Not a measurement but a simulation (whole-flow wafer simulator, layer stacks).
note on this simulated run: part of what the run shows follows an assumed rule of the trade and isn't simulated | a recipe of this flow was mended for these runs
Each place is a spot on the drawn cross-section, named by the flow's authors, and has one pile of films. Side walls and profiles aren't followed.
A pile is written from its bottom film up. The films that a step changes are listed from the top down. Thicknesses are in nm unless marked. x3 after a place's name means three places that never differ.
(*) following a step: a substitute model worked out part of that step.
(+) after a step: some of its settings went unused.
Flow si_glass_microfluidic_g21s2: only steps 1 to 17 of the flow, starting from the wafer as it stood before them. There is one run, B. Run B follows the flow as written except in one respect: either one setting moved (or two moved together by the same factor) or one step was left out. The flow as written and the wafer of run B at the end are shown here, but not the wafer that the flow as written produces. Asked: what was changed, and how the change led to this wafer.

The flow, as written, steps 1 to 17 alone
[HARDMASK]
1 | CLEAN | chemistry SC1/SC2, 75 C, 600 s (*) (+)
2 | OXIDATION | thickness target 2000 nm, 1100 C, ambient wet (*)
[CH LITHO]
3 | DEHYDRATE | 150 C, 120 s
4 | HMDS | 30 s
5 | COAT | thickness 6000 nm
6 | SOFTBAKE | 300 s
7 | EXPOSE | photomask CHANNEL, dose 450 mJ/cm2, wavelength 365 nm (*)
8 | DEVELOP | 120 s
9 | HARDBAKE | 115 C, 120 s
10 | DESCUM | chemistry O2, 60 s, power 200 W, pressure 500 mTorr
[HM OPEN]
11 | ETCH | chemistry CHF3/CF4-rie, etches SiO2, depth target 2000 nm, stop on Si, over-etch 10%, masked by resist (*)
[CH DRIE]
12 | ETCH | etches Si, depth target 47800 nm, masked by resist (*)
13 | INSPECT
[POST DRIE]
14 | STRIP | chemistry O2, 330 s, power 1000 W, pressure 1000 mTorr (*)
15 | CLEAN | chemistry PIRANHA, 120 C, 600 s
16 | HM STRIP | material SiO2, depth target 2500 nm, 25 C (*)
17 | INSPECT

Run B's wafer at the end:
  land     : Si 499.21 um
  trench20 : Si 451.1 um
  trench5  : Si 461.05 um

Cause: step 2, OXIDATION: 1065 C was run, though the flow has 1100 C.

How this came from the change, step by step:
  2 | OXIDATION | thickness target 2000 nm, 1100 C, ambient wet (*)
      land, trench20, trench5, trench200: SiO2 gains 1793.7 (new film), chemical SiO2 loses 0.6 (all of it), Si loses 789 (it would be, as written: SiO2 gains 2000 (new film), chemical SiO2 loses 0.6 (all of it), Si loses 879.7)
  11 | ETCH | chemistry CHF3/CF4-rie, etches SiO2, depth target 2000 nm, stop on Si, over-etch 10%, masked by resist (*)
      trench20, trench5, trench200: SiO2 loses 1793.7 (all of it), Si loses 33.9 (it would be, as written: SiO2 loses 2000 (all of it), Si loses 16.7)
      land: thick-i-line-resist loses 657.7 (it would be, as written: thick-i-line-resist loses 733.3)
  12 | ETCH | etches Si, depth target 47800 nm, masked by resist (*)
      trench5: Si loses 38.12 um (it would be, as written: Si loses 38.09 um)
      trench200: Si loses 54.06 um (it would be, as written: Si loses 54.08 um)
  16 | HM STRIP | material SiO2, depth target 2500 nm, 25 C (*)
      land: SiO2 loses 1793.7 (all of it) (it would be, as written: SiO2 loses 2000 (all of it))
